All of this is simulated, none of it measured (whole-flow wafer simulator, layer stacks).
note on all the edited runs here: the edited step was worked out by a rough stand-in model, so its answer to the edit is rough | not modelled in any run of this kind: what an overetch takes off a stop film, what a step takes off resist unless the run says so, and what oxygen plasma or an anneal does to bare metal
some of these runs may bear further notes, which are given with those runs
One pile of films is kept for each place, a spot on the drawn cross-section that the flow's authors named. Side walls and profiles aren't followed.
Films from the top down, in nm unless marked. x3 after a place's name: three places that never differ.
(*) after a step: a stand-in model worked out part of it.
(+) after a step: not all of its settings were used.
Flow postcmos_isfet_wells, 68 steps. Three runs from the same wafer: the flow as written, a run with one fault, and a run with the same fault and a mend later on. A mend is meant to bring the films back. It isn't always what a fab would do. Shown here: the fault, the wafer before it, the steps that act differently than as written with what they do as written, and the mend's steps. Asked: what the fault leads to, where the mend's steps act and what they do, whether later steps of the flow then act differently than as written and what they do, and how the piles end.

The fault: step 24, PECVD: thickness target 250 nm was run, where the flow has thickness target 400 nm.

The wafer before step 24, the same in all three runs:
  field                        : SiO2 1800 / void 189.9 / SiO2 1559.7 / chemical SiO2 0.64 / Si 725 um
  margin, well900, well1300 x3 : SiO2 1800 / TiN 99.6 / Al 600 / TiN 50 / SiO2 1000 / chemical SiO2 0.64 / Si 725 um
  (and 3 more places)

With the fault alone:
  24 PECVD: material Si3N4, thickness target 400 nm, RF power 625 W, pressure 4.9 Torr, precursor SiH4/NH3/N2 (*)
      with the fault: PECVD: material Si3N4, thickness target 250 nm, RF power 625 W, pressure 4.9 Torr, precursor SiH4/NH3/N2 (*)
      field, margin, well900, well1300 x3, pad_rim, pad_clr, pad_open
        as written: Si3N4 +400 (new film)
        with the fault: Si3N4 +250 (new film)
  Later steps of the flow that act differently than as written (4 more steps differ only slightly, by at most 2% or 0.5 nm, whichever is larger, and aren't shown):
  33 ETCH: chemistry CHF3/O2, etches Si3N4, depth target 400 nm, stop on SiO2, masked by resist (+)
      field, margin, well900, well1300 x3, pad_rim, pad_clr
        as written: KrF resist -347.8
        with the fault: KrF resist -326.1
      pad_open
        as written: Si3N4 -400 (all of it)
        with the fault: Si3N4 -250 (all of it)
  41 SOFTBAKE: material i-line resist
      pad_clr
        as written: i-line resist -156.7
        with the fault: i-line resist -141.7
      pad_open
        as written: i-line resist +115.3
        with the fault: i-line resist +108.7
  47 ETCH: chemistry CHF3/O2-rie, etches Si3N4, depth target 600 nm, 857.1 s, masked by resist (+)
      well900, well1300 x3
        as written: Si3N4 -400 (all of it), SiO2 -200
        with the fault: Si3N4 -250 (all of it), SiO2 -350
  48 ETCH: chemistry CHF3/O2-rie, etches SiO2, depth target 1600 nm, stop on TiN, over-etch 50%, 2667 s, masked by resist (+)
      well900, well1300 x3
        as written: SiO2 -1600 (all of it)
        with the fault: SiO2 -1450 (all of it)
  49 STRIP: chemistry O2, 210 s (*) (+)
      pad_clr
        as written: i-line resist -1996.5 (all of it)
        with the fault: i-line resist -2058.3 (all of it)
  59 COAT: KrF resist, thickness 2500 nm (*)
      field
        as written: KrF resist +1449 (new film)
        with the fault: KrF resist +1520.7 (new film)
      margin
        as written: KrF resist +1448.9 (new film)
        with the fault: KrF resist +1520.6 (new film)
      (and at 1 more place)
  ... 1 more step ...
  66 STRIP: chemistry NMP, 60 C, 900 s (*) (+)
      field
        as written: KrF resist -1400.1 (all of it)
        with the fault: KrF resist -1471.3 (all of it)
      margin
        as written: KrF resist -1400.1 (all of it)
        with the fault: KrF resist -1471.2 (all of it)
  At the end the piles differ from the flow's by more than 2% or 0.5 nm, whichever is larger, at field, margin, pad_rim, pad_clr.
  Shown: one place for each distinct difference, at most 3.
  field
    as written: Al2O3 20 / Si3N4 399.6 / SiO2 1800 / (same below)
    with the fault: Al2O3 20 / Si3N4 249.6 / SiO2 1800 / (same below)
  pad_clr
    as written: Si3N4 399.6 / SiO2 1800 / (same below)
    with the fault: Si3N4 249.6 / SiO2 1800 / (same below)

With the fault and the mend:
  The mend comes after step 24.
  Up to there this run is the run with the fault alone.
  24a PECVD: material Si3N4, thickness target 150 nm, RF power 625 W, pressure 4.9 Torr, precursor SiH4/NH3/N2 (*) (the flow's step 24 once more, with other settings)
      field, margin, well900, well1300 x3, pad_rim, pad_clr, pad_open
        Si3N4 +150
  No later step of the flow acts differently than as written at any place that is followed.
  At the end the piles are the same as the flow's at every place that both follow.
